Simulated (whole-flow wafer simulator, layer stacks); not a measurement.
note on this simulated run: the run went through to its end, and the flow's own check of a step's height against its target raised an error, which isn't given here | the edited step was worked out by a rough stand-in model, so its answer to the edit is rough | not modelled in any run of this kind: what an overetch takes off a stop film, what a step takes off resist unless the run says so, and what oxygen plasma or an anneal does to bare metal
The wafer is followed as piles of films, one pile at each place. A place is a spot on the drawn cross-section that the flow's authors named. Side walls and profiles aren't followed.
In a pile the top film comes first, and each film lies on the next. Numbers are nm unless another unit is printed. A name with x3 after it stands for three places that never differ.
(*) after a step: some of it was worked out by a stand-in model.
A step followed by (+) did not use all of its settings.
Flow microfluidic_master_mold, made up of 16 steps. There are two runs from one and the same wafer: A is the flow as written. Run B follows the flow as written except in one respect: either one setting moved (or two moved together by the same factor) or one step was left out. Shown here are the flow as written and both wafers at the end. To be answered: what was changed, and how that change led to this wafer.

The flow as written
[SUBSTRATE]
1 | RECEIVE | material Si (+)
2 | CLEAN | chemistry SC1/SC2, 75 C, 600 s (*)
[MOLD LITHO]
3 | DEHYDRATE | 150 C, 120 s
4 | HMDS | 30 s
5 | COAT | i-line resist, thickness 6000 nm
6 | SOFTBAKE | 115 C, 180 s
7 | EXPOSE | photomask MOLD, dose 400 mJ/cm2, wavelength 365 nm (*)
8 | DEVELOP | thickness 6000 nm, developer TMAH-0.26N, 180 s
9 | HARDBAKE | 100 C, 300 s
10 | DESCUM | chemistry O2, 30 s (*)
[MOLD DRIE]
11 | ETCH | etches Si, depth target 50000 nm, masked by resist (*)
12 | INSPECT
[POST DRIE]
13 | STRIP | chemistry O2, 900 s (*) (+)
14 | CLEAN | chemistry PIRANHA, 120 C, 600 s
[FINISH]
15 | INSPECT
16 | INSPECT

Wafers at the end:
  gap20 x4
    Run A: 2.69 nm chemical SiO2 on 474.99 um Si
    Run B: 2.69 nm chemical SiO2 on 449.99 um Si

Cause: step 11, ETCH: depth target 75000 nm was run, though the flow has depth target 50000 nm.

The path from the change to this, step by step:
  11 | ETCH | etches Si, depth target 50000 nm, masked by resist (*)
      gap20 x4: A chemical SiO2 loses 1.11 (all of it), Si loses 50 um | B chemical SiO2 loses 1.11 (all of it), Si loses 75 um
      ridge: A i-line resist loses 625 | B i-line resist loses 937.5
  13 | STRIP | chemistry O2, 900 s (*) (+)
      ridge: A i-line resist loses 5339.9 (all of it), chemical SiO2 gains 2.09, Si loses 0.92 | B i-line resist loses 5027.4 (all of it), chemical SiO2 gains 2.09, Si loses 0.92
